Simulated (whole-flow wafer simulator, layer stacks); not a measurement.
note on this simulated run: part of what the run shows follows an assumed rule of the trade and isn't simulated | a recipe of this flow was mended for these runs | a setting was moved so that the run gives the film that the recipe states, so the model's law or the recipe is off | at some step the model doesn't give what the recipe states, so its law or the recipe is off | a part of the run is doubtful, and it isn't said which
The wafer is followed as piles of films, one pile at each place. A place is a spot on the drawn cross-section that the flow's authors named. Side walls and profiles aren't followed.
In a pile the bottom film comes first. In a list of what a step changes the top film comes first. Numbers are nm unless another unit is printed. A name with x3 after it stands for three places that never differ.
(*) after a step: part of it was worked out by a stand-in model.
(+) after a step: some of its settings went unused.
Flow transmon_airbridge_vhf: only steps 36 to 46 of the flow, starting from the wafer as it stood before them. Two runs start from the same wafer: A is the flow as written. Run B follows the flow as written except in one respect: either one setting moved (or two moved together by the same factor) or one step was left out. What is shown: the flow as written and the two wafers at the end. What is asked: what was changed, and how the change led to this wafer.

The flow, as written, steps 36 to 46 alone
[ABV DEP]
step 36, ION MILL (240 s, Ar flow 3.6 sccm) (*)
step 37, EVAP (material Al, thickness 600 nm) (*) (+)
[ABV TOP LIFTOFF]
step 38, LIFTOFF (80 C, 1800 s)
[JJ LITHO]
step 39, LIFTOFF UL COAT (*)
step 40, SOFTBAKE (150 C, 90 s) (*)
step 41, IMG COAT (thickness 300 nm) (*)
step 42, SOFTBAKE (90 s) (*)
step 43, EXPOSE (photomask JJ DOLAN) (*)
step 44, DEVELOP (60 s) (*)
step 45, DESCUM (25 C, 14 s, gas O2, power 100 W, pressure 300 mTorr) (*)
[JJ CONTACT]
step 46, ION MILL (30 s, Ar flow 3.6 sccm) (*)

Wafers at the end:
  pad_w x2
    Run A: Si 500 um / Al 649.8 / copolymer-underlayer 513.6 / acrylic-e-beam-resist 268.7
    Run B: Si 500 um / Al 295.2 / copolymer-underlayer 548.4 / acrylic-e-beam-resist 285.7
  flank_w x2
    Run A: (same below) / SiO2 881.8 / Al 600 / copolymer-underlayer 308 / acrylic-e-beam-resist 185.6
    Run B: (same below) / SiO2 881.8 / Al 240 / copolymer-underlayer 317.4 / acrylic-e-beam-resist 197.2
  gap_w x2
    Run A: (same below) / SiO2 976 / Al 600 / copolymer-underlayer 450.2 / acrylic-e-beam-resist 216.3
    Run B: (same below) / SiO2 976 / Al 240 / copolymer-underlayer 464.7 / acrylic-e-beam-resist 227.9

Cause: step 37, EVAP: thickness 240 nm was run, while the flow as written has thickness 600 nm.
One can read it off the wafer: flank_w x2 has Al 240, and step 37 as written asks for 600 nm.

The path from the change to this, step by step:
  step 37, EVAP (material Al, thickness 600 nm) (*) (+)
      field x3, jj_line, ground_far and 10 more: A Al gains 600 (new film) | B Al gains 240 (new film)
      pad_w x2: A Al gains 591.1 | B Al gains 236.4
  step 38, LIFTOFF (80 C, 1800 s)
      field x3, jj_line, trace_open_s x2: A Al loses 600 (all of it), i-line-resist loses 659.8 (all of it), lift-off-underlayer loses 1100 (all of it), acrylic-e-beam-resist loses 240 (all of it) | B Al loses 240 (all of it), i-line-resist loses 659.8 (all of it), lift-off-underlayer loses 1100 (all of it), acrylic-e-beam-resist loses 240 (all of it)
      margin_s, margin_n: A Al loses 600 (all of it), i-line-resist loses 378.2 (all of it), lift-off-underlayer loses 823.4 (all of it), acrylic-e-beam-resist loses 168.6 (all of it) | B Al loses 240 (all of it), i-line-resist loses 378.2 (all of it), lift-off-underlayer loses 823.4 (all of it), acrylic-e-beam-resist loses 168.6 (all of it)
      (and at 1 other place as well)
  step 39, LIFTOFF UL COAT (*)
      pad_w x2: A copolymer-underlayer gains 513.6 (new film) | B copolymer-underlayer gains 548.4 (new film)
      flank_w x2: A copolymer-underlayer gains 308 (new film) | B copolymer-underlayer gains 317.4 (new film)
      (and at 6 other places as well)
  step 41, IMG COAT (thickness 300 nm) (*)
      pad_w x2: A acrylic-e-beam-resist gains 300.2 (new film) | B acrylic-e-beam-resist gains 317.3 (new film)
      flank_w x2: A acrylic-e-beam-resist gains 217.1 (new film) | B acrylic-e-beam-resist gains 228.8 (new film)
      (and at 6 other places as well)
